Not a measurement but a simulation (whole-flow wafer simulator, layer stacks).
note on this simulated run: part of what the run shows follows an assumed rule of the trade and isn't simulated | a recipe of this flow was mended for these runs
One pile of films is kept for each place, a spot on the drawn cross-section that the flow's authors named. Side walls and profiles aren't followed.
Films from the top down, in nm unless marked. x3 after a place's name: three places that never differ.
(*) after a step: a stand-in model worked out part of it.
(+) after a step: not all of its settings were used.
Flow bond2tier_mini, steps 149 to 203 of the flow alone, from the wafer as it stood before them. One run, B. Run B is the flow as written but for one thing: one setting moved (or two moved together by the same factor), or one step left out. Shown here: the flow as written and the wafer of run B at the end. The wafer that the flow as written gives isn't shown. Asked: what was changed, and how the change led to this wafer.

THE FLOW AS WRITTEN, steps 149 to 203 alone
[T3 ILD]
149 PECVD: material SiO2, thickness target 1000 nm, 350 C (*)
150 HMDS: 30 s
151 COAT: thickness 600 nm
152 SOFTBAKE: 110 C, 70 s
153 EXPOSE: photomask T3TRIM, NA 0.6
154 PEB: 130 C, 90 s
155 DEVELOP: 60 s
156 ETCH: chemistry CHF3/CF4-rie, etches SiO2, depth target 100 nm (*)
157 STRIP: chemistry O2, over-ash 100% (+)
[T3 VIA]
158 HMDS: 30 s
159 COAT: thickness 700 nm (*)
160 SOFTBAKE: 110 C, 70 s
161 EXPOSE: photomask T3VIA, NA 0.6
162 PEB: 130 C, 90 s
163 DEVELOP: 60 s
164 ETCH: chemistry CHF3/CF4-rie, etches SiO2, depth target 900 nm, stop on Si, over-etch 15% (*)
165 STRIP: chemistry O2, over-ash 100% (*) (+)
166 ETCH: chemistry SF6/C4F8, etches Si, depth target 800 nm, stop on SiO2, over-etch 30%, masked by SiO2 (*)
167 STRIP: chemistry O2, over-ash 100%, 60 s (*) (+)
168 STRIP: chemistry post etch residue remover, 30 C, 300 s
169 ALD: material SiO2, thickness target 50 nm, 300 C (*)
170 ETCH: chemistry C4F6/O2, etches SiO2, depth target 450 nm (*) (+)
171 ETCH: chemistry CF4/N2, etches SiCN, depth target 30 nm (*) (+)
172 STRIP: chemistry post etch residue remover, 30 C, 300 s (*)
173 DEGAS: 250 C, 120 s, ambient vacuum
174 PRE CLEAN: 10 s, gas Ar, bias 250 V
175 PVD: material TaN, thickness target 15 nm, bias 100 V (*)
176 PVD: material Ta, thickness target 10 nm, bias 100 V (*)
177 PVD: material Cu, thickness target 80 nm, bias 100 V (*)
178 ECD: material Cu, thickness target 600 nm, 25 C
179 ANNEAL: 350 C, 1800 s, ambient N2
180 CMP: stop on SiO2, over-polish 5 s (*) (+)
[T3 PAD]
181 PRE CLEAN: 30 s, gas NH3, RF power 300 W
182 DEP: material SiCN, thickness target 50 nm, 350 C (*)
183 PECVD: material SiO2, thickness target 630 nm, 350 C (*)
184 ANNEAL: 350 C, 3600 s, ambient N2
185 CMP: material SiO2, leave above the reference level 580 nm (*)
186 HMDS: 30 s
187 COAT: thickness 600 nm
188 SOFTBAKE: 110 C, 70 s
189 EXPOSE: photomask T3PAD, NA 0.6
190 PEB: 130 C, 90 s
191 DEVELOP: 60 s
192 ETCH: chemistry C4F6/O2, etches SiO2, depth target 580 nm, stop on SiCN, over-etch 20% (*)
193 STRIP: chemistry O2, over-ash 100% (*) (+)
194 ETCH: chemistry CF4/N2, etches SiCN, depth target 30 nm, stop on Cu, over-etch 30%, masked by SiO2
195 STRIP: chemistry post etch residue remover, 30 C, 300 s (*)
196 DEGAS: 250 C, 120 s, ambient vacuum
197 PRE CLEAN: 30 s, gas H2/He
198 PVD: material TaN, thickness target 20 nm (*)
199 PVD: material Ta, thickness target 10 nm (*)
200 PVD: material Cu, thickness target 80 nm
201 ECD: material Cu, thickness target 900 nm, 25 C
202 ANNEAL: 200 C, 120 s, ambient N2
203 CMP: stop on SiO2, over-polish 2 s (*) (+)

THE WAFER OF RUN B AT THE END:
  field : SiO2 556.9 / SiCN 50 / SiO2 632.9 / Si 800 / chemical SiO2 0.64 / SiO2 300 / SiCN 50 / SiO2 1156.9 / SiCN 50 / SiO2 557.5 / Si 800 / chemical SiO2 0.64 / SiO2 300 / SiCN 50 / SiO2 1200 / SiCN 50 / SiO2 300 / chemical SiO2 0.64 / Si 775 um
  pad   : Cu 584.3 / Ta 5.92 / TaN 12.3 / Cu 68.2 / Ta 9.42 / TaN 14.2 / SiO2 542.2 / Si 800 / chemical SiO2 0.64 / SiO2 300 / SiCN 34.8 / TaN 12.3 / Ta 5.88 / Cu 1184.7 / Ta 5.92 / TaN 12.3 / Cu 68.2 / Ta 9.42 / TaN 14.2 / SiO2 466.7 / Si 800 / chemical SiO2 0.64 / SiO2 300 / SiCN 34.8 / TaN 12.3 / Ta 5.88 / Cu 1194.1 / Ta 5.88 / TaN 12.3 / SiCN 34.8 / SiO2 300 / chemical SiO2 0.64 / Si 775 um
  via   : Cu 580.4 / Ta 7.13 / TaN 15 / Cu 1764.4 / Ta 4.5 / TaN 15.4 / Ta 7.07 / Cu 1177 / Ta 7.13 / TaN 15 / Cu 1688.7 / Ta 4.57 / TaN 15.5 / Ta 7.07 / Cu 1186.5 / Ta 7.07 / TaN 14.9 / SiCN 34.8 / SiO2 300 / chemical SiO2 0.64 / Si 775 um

The cause: step 149, PECVD: thickness target 1076 nm was run, where the flow has thickness target 1000 nm.

How the change led to this, step by step:
  149 PECVD: material SiO2, thickness target 1000 nm, 350 C (*)
      field, pad, via: SiO2 +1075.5 (new film) (as written it would be: SiO2 +1000 (new film))
  164 ETCH: chemistry CHF3/CF4-rie, etches SiO2, depth target 900 nm, stop on Si, over-etch 15% (*)
      via: SiO2 -975.5 (all of it), Si -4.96 (as written it would be: SiO2 -900 (all of it), Si -11.2)
  177 PVD: material Cu, thickness target 80 nm, bias 100 V (*)
      via: Cu +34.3 (new film) (as written it would be: Cu +35 (new film))
  178 ECD: material Cu, thickness target 600 nm, 25 C
      via: Cu +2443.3 (as written it would be: Cu +2367)
